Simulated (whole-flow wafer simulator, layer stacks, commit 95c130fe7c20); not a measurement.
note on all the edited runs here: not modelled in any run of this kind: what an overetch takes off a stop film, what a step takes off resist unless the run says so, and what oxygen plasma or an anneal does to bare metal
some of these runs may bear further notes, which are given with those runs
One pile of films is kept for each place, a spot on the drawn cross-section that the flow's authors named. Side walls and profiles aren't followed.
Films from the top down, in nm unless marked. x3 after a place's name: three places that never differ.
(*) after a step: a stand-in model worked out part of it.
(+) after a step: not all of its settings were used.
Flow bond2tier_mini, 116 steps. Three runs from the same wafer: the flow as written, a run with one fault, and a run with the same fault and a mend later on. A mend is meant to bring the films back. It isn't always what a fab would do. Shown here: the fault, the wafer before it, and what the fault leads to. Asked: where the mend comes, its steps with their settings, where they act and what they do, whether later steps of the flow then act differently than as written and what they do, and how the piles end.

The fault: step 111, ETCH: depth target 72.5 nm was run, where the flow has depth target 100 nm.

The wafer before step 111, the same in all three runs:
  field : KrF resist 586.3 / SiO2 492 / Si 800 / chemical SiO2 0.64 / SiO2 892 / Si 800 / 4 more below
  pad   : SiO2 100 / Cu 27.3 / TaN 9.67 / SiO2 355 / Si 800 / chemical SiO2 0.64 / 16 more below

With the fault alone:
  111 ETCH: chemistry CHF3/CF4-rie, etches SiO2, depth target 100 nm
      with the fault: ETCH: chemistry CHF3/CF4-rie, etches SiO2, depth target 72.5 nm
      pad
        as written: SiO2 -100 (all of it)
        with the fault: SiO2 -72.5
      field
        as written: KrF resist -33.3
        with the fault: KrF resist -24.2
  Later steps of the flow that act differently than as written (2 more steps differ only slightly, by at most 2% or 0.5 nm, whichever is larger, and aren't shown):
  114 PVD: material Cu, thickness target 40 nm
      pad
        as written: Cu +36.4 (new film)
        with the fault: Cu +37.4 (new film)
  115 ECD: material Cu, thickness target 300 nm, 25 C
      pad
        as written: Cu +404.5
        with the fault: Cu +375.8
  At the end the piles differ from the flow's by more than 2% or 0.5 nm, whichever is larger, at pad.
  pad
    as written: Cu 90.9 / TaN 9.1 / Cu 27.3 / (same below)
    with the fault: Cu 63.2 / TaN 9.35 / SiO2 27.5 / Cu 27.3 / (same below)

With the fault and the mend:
  The mend comes after step 112.
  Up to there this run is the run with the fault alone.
  112a COAT: KrF resist, thickness 600 nm (*) (the flow's step 106 once more)
      field
        KrF resist +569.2 (new film)
      pad
        KrF resist +632.1 (new film)
  112b SOFTBAKE: KrF resist (the flow's step 107 once more)
      changes no film at any place that is followed
  112c EXPOSE: photomask T3PAD, NA 0.6 (the flow's step 108 once more)
      changes no film at any place that is followed
  112d PEB: KrF resist (the flow's step 109 once more)
      changes no film at any place that is followed
  112e DEVELOP: developer TMAH-0.26N, 60 s (the flow's step 110 once more)
      field
        KrF resist -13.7
      pad
        KrF resist -632.1 (all of it)
  112f ETCH: chemistry CHF3/CF4-rie, etches SiO2, depth target 27.5 nm (the flow's step 111 once more, with other settings)
      field
        KrF resist -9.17
      pad
        SiO2 -27.5 (all of it)
  112g STRIP: chemistry O2, over-ash 100% (+) (the flow's step 112 once more)
      field
        KrF resist -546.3 (all of it)
  No later step of the flow acts differently than as written at any place that is followed.
  At the end the piles are the same as the flow's at every place that both follow.
